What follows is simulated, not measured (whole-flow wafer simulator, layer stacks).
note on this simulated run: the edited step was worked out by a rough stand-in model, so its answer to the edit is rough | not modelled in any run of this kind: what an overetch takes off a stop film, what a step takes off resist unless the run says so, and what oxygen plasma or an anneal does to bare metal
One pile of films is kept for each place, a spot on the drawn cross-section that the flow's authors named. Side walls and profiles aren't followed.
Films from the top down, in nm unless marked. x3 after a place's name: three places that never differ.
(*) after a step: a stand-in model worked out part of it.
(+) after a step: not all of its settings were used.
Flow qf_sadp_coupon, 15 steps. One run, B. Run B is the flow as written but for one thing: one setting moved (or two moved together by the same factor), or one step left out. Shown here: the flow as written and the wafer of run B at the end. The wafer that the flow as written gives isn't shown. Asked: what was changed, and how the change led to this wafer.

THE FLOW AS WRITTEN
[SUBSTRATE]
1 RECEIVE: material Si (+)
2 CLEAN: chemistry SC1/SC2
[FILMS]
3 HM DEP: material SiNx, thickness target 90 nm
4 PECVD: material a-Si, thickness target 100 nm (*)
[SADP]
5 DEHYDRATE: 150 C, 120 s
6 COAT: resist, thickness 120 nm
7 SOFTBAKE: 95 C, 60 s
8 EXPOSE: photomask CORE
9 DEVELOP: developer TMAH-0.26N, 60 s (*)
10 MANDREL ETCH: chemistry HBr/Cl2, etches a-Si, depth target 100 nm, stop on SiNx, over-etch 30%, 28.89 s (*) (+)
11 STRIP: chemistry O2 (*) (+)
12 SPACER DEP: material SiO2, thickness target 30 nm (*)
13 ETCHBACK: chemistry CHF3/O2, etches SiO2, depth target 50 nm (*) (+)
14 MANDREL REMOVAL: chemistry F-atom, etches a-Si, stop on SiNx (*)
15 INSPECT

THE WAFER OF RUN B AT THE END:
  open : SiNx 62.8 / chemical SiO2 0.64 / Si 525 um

The cause: step 4, PECVD: thickness target 73 nm was run, where the flow has thickness target 100 nm.

How the change led to this, step by step:
  4 PECVD: material a-Si, thickness target 100 nm (*)
      m, open: a-Si +73 (new film) (as written it would be: a-Si +100 (new film))
  10 MANDREL ETCH: chemistry HBr/Cl2, etches a-Si, depth target 100 nm, stop on SiNx, over-etch 30%, 28.89 s (*) (+)
      open: a-Si -73 (all of it), SiNx -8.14 (as written it would be: a-Si -100 (all of it), SiNx -4.29)
  14 MANDREL REMOVAL: chemistry F-atom, etches a-Si, stop on SiNx (*)
      m: a-Si -68.8 (all of it) (as written it would be: a-Si -95.8 (all of it))
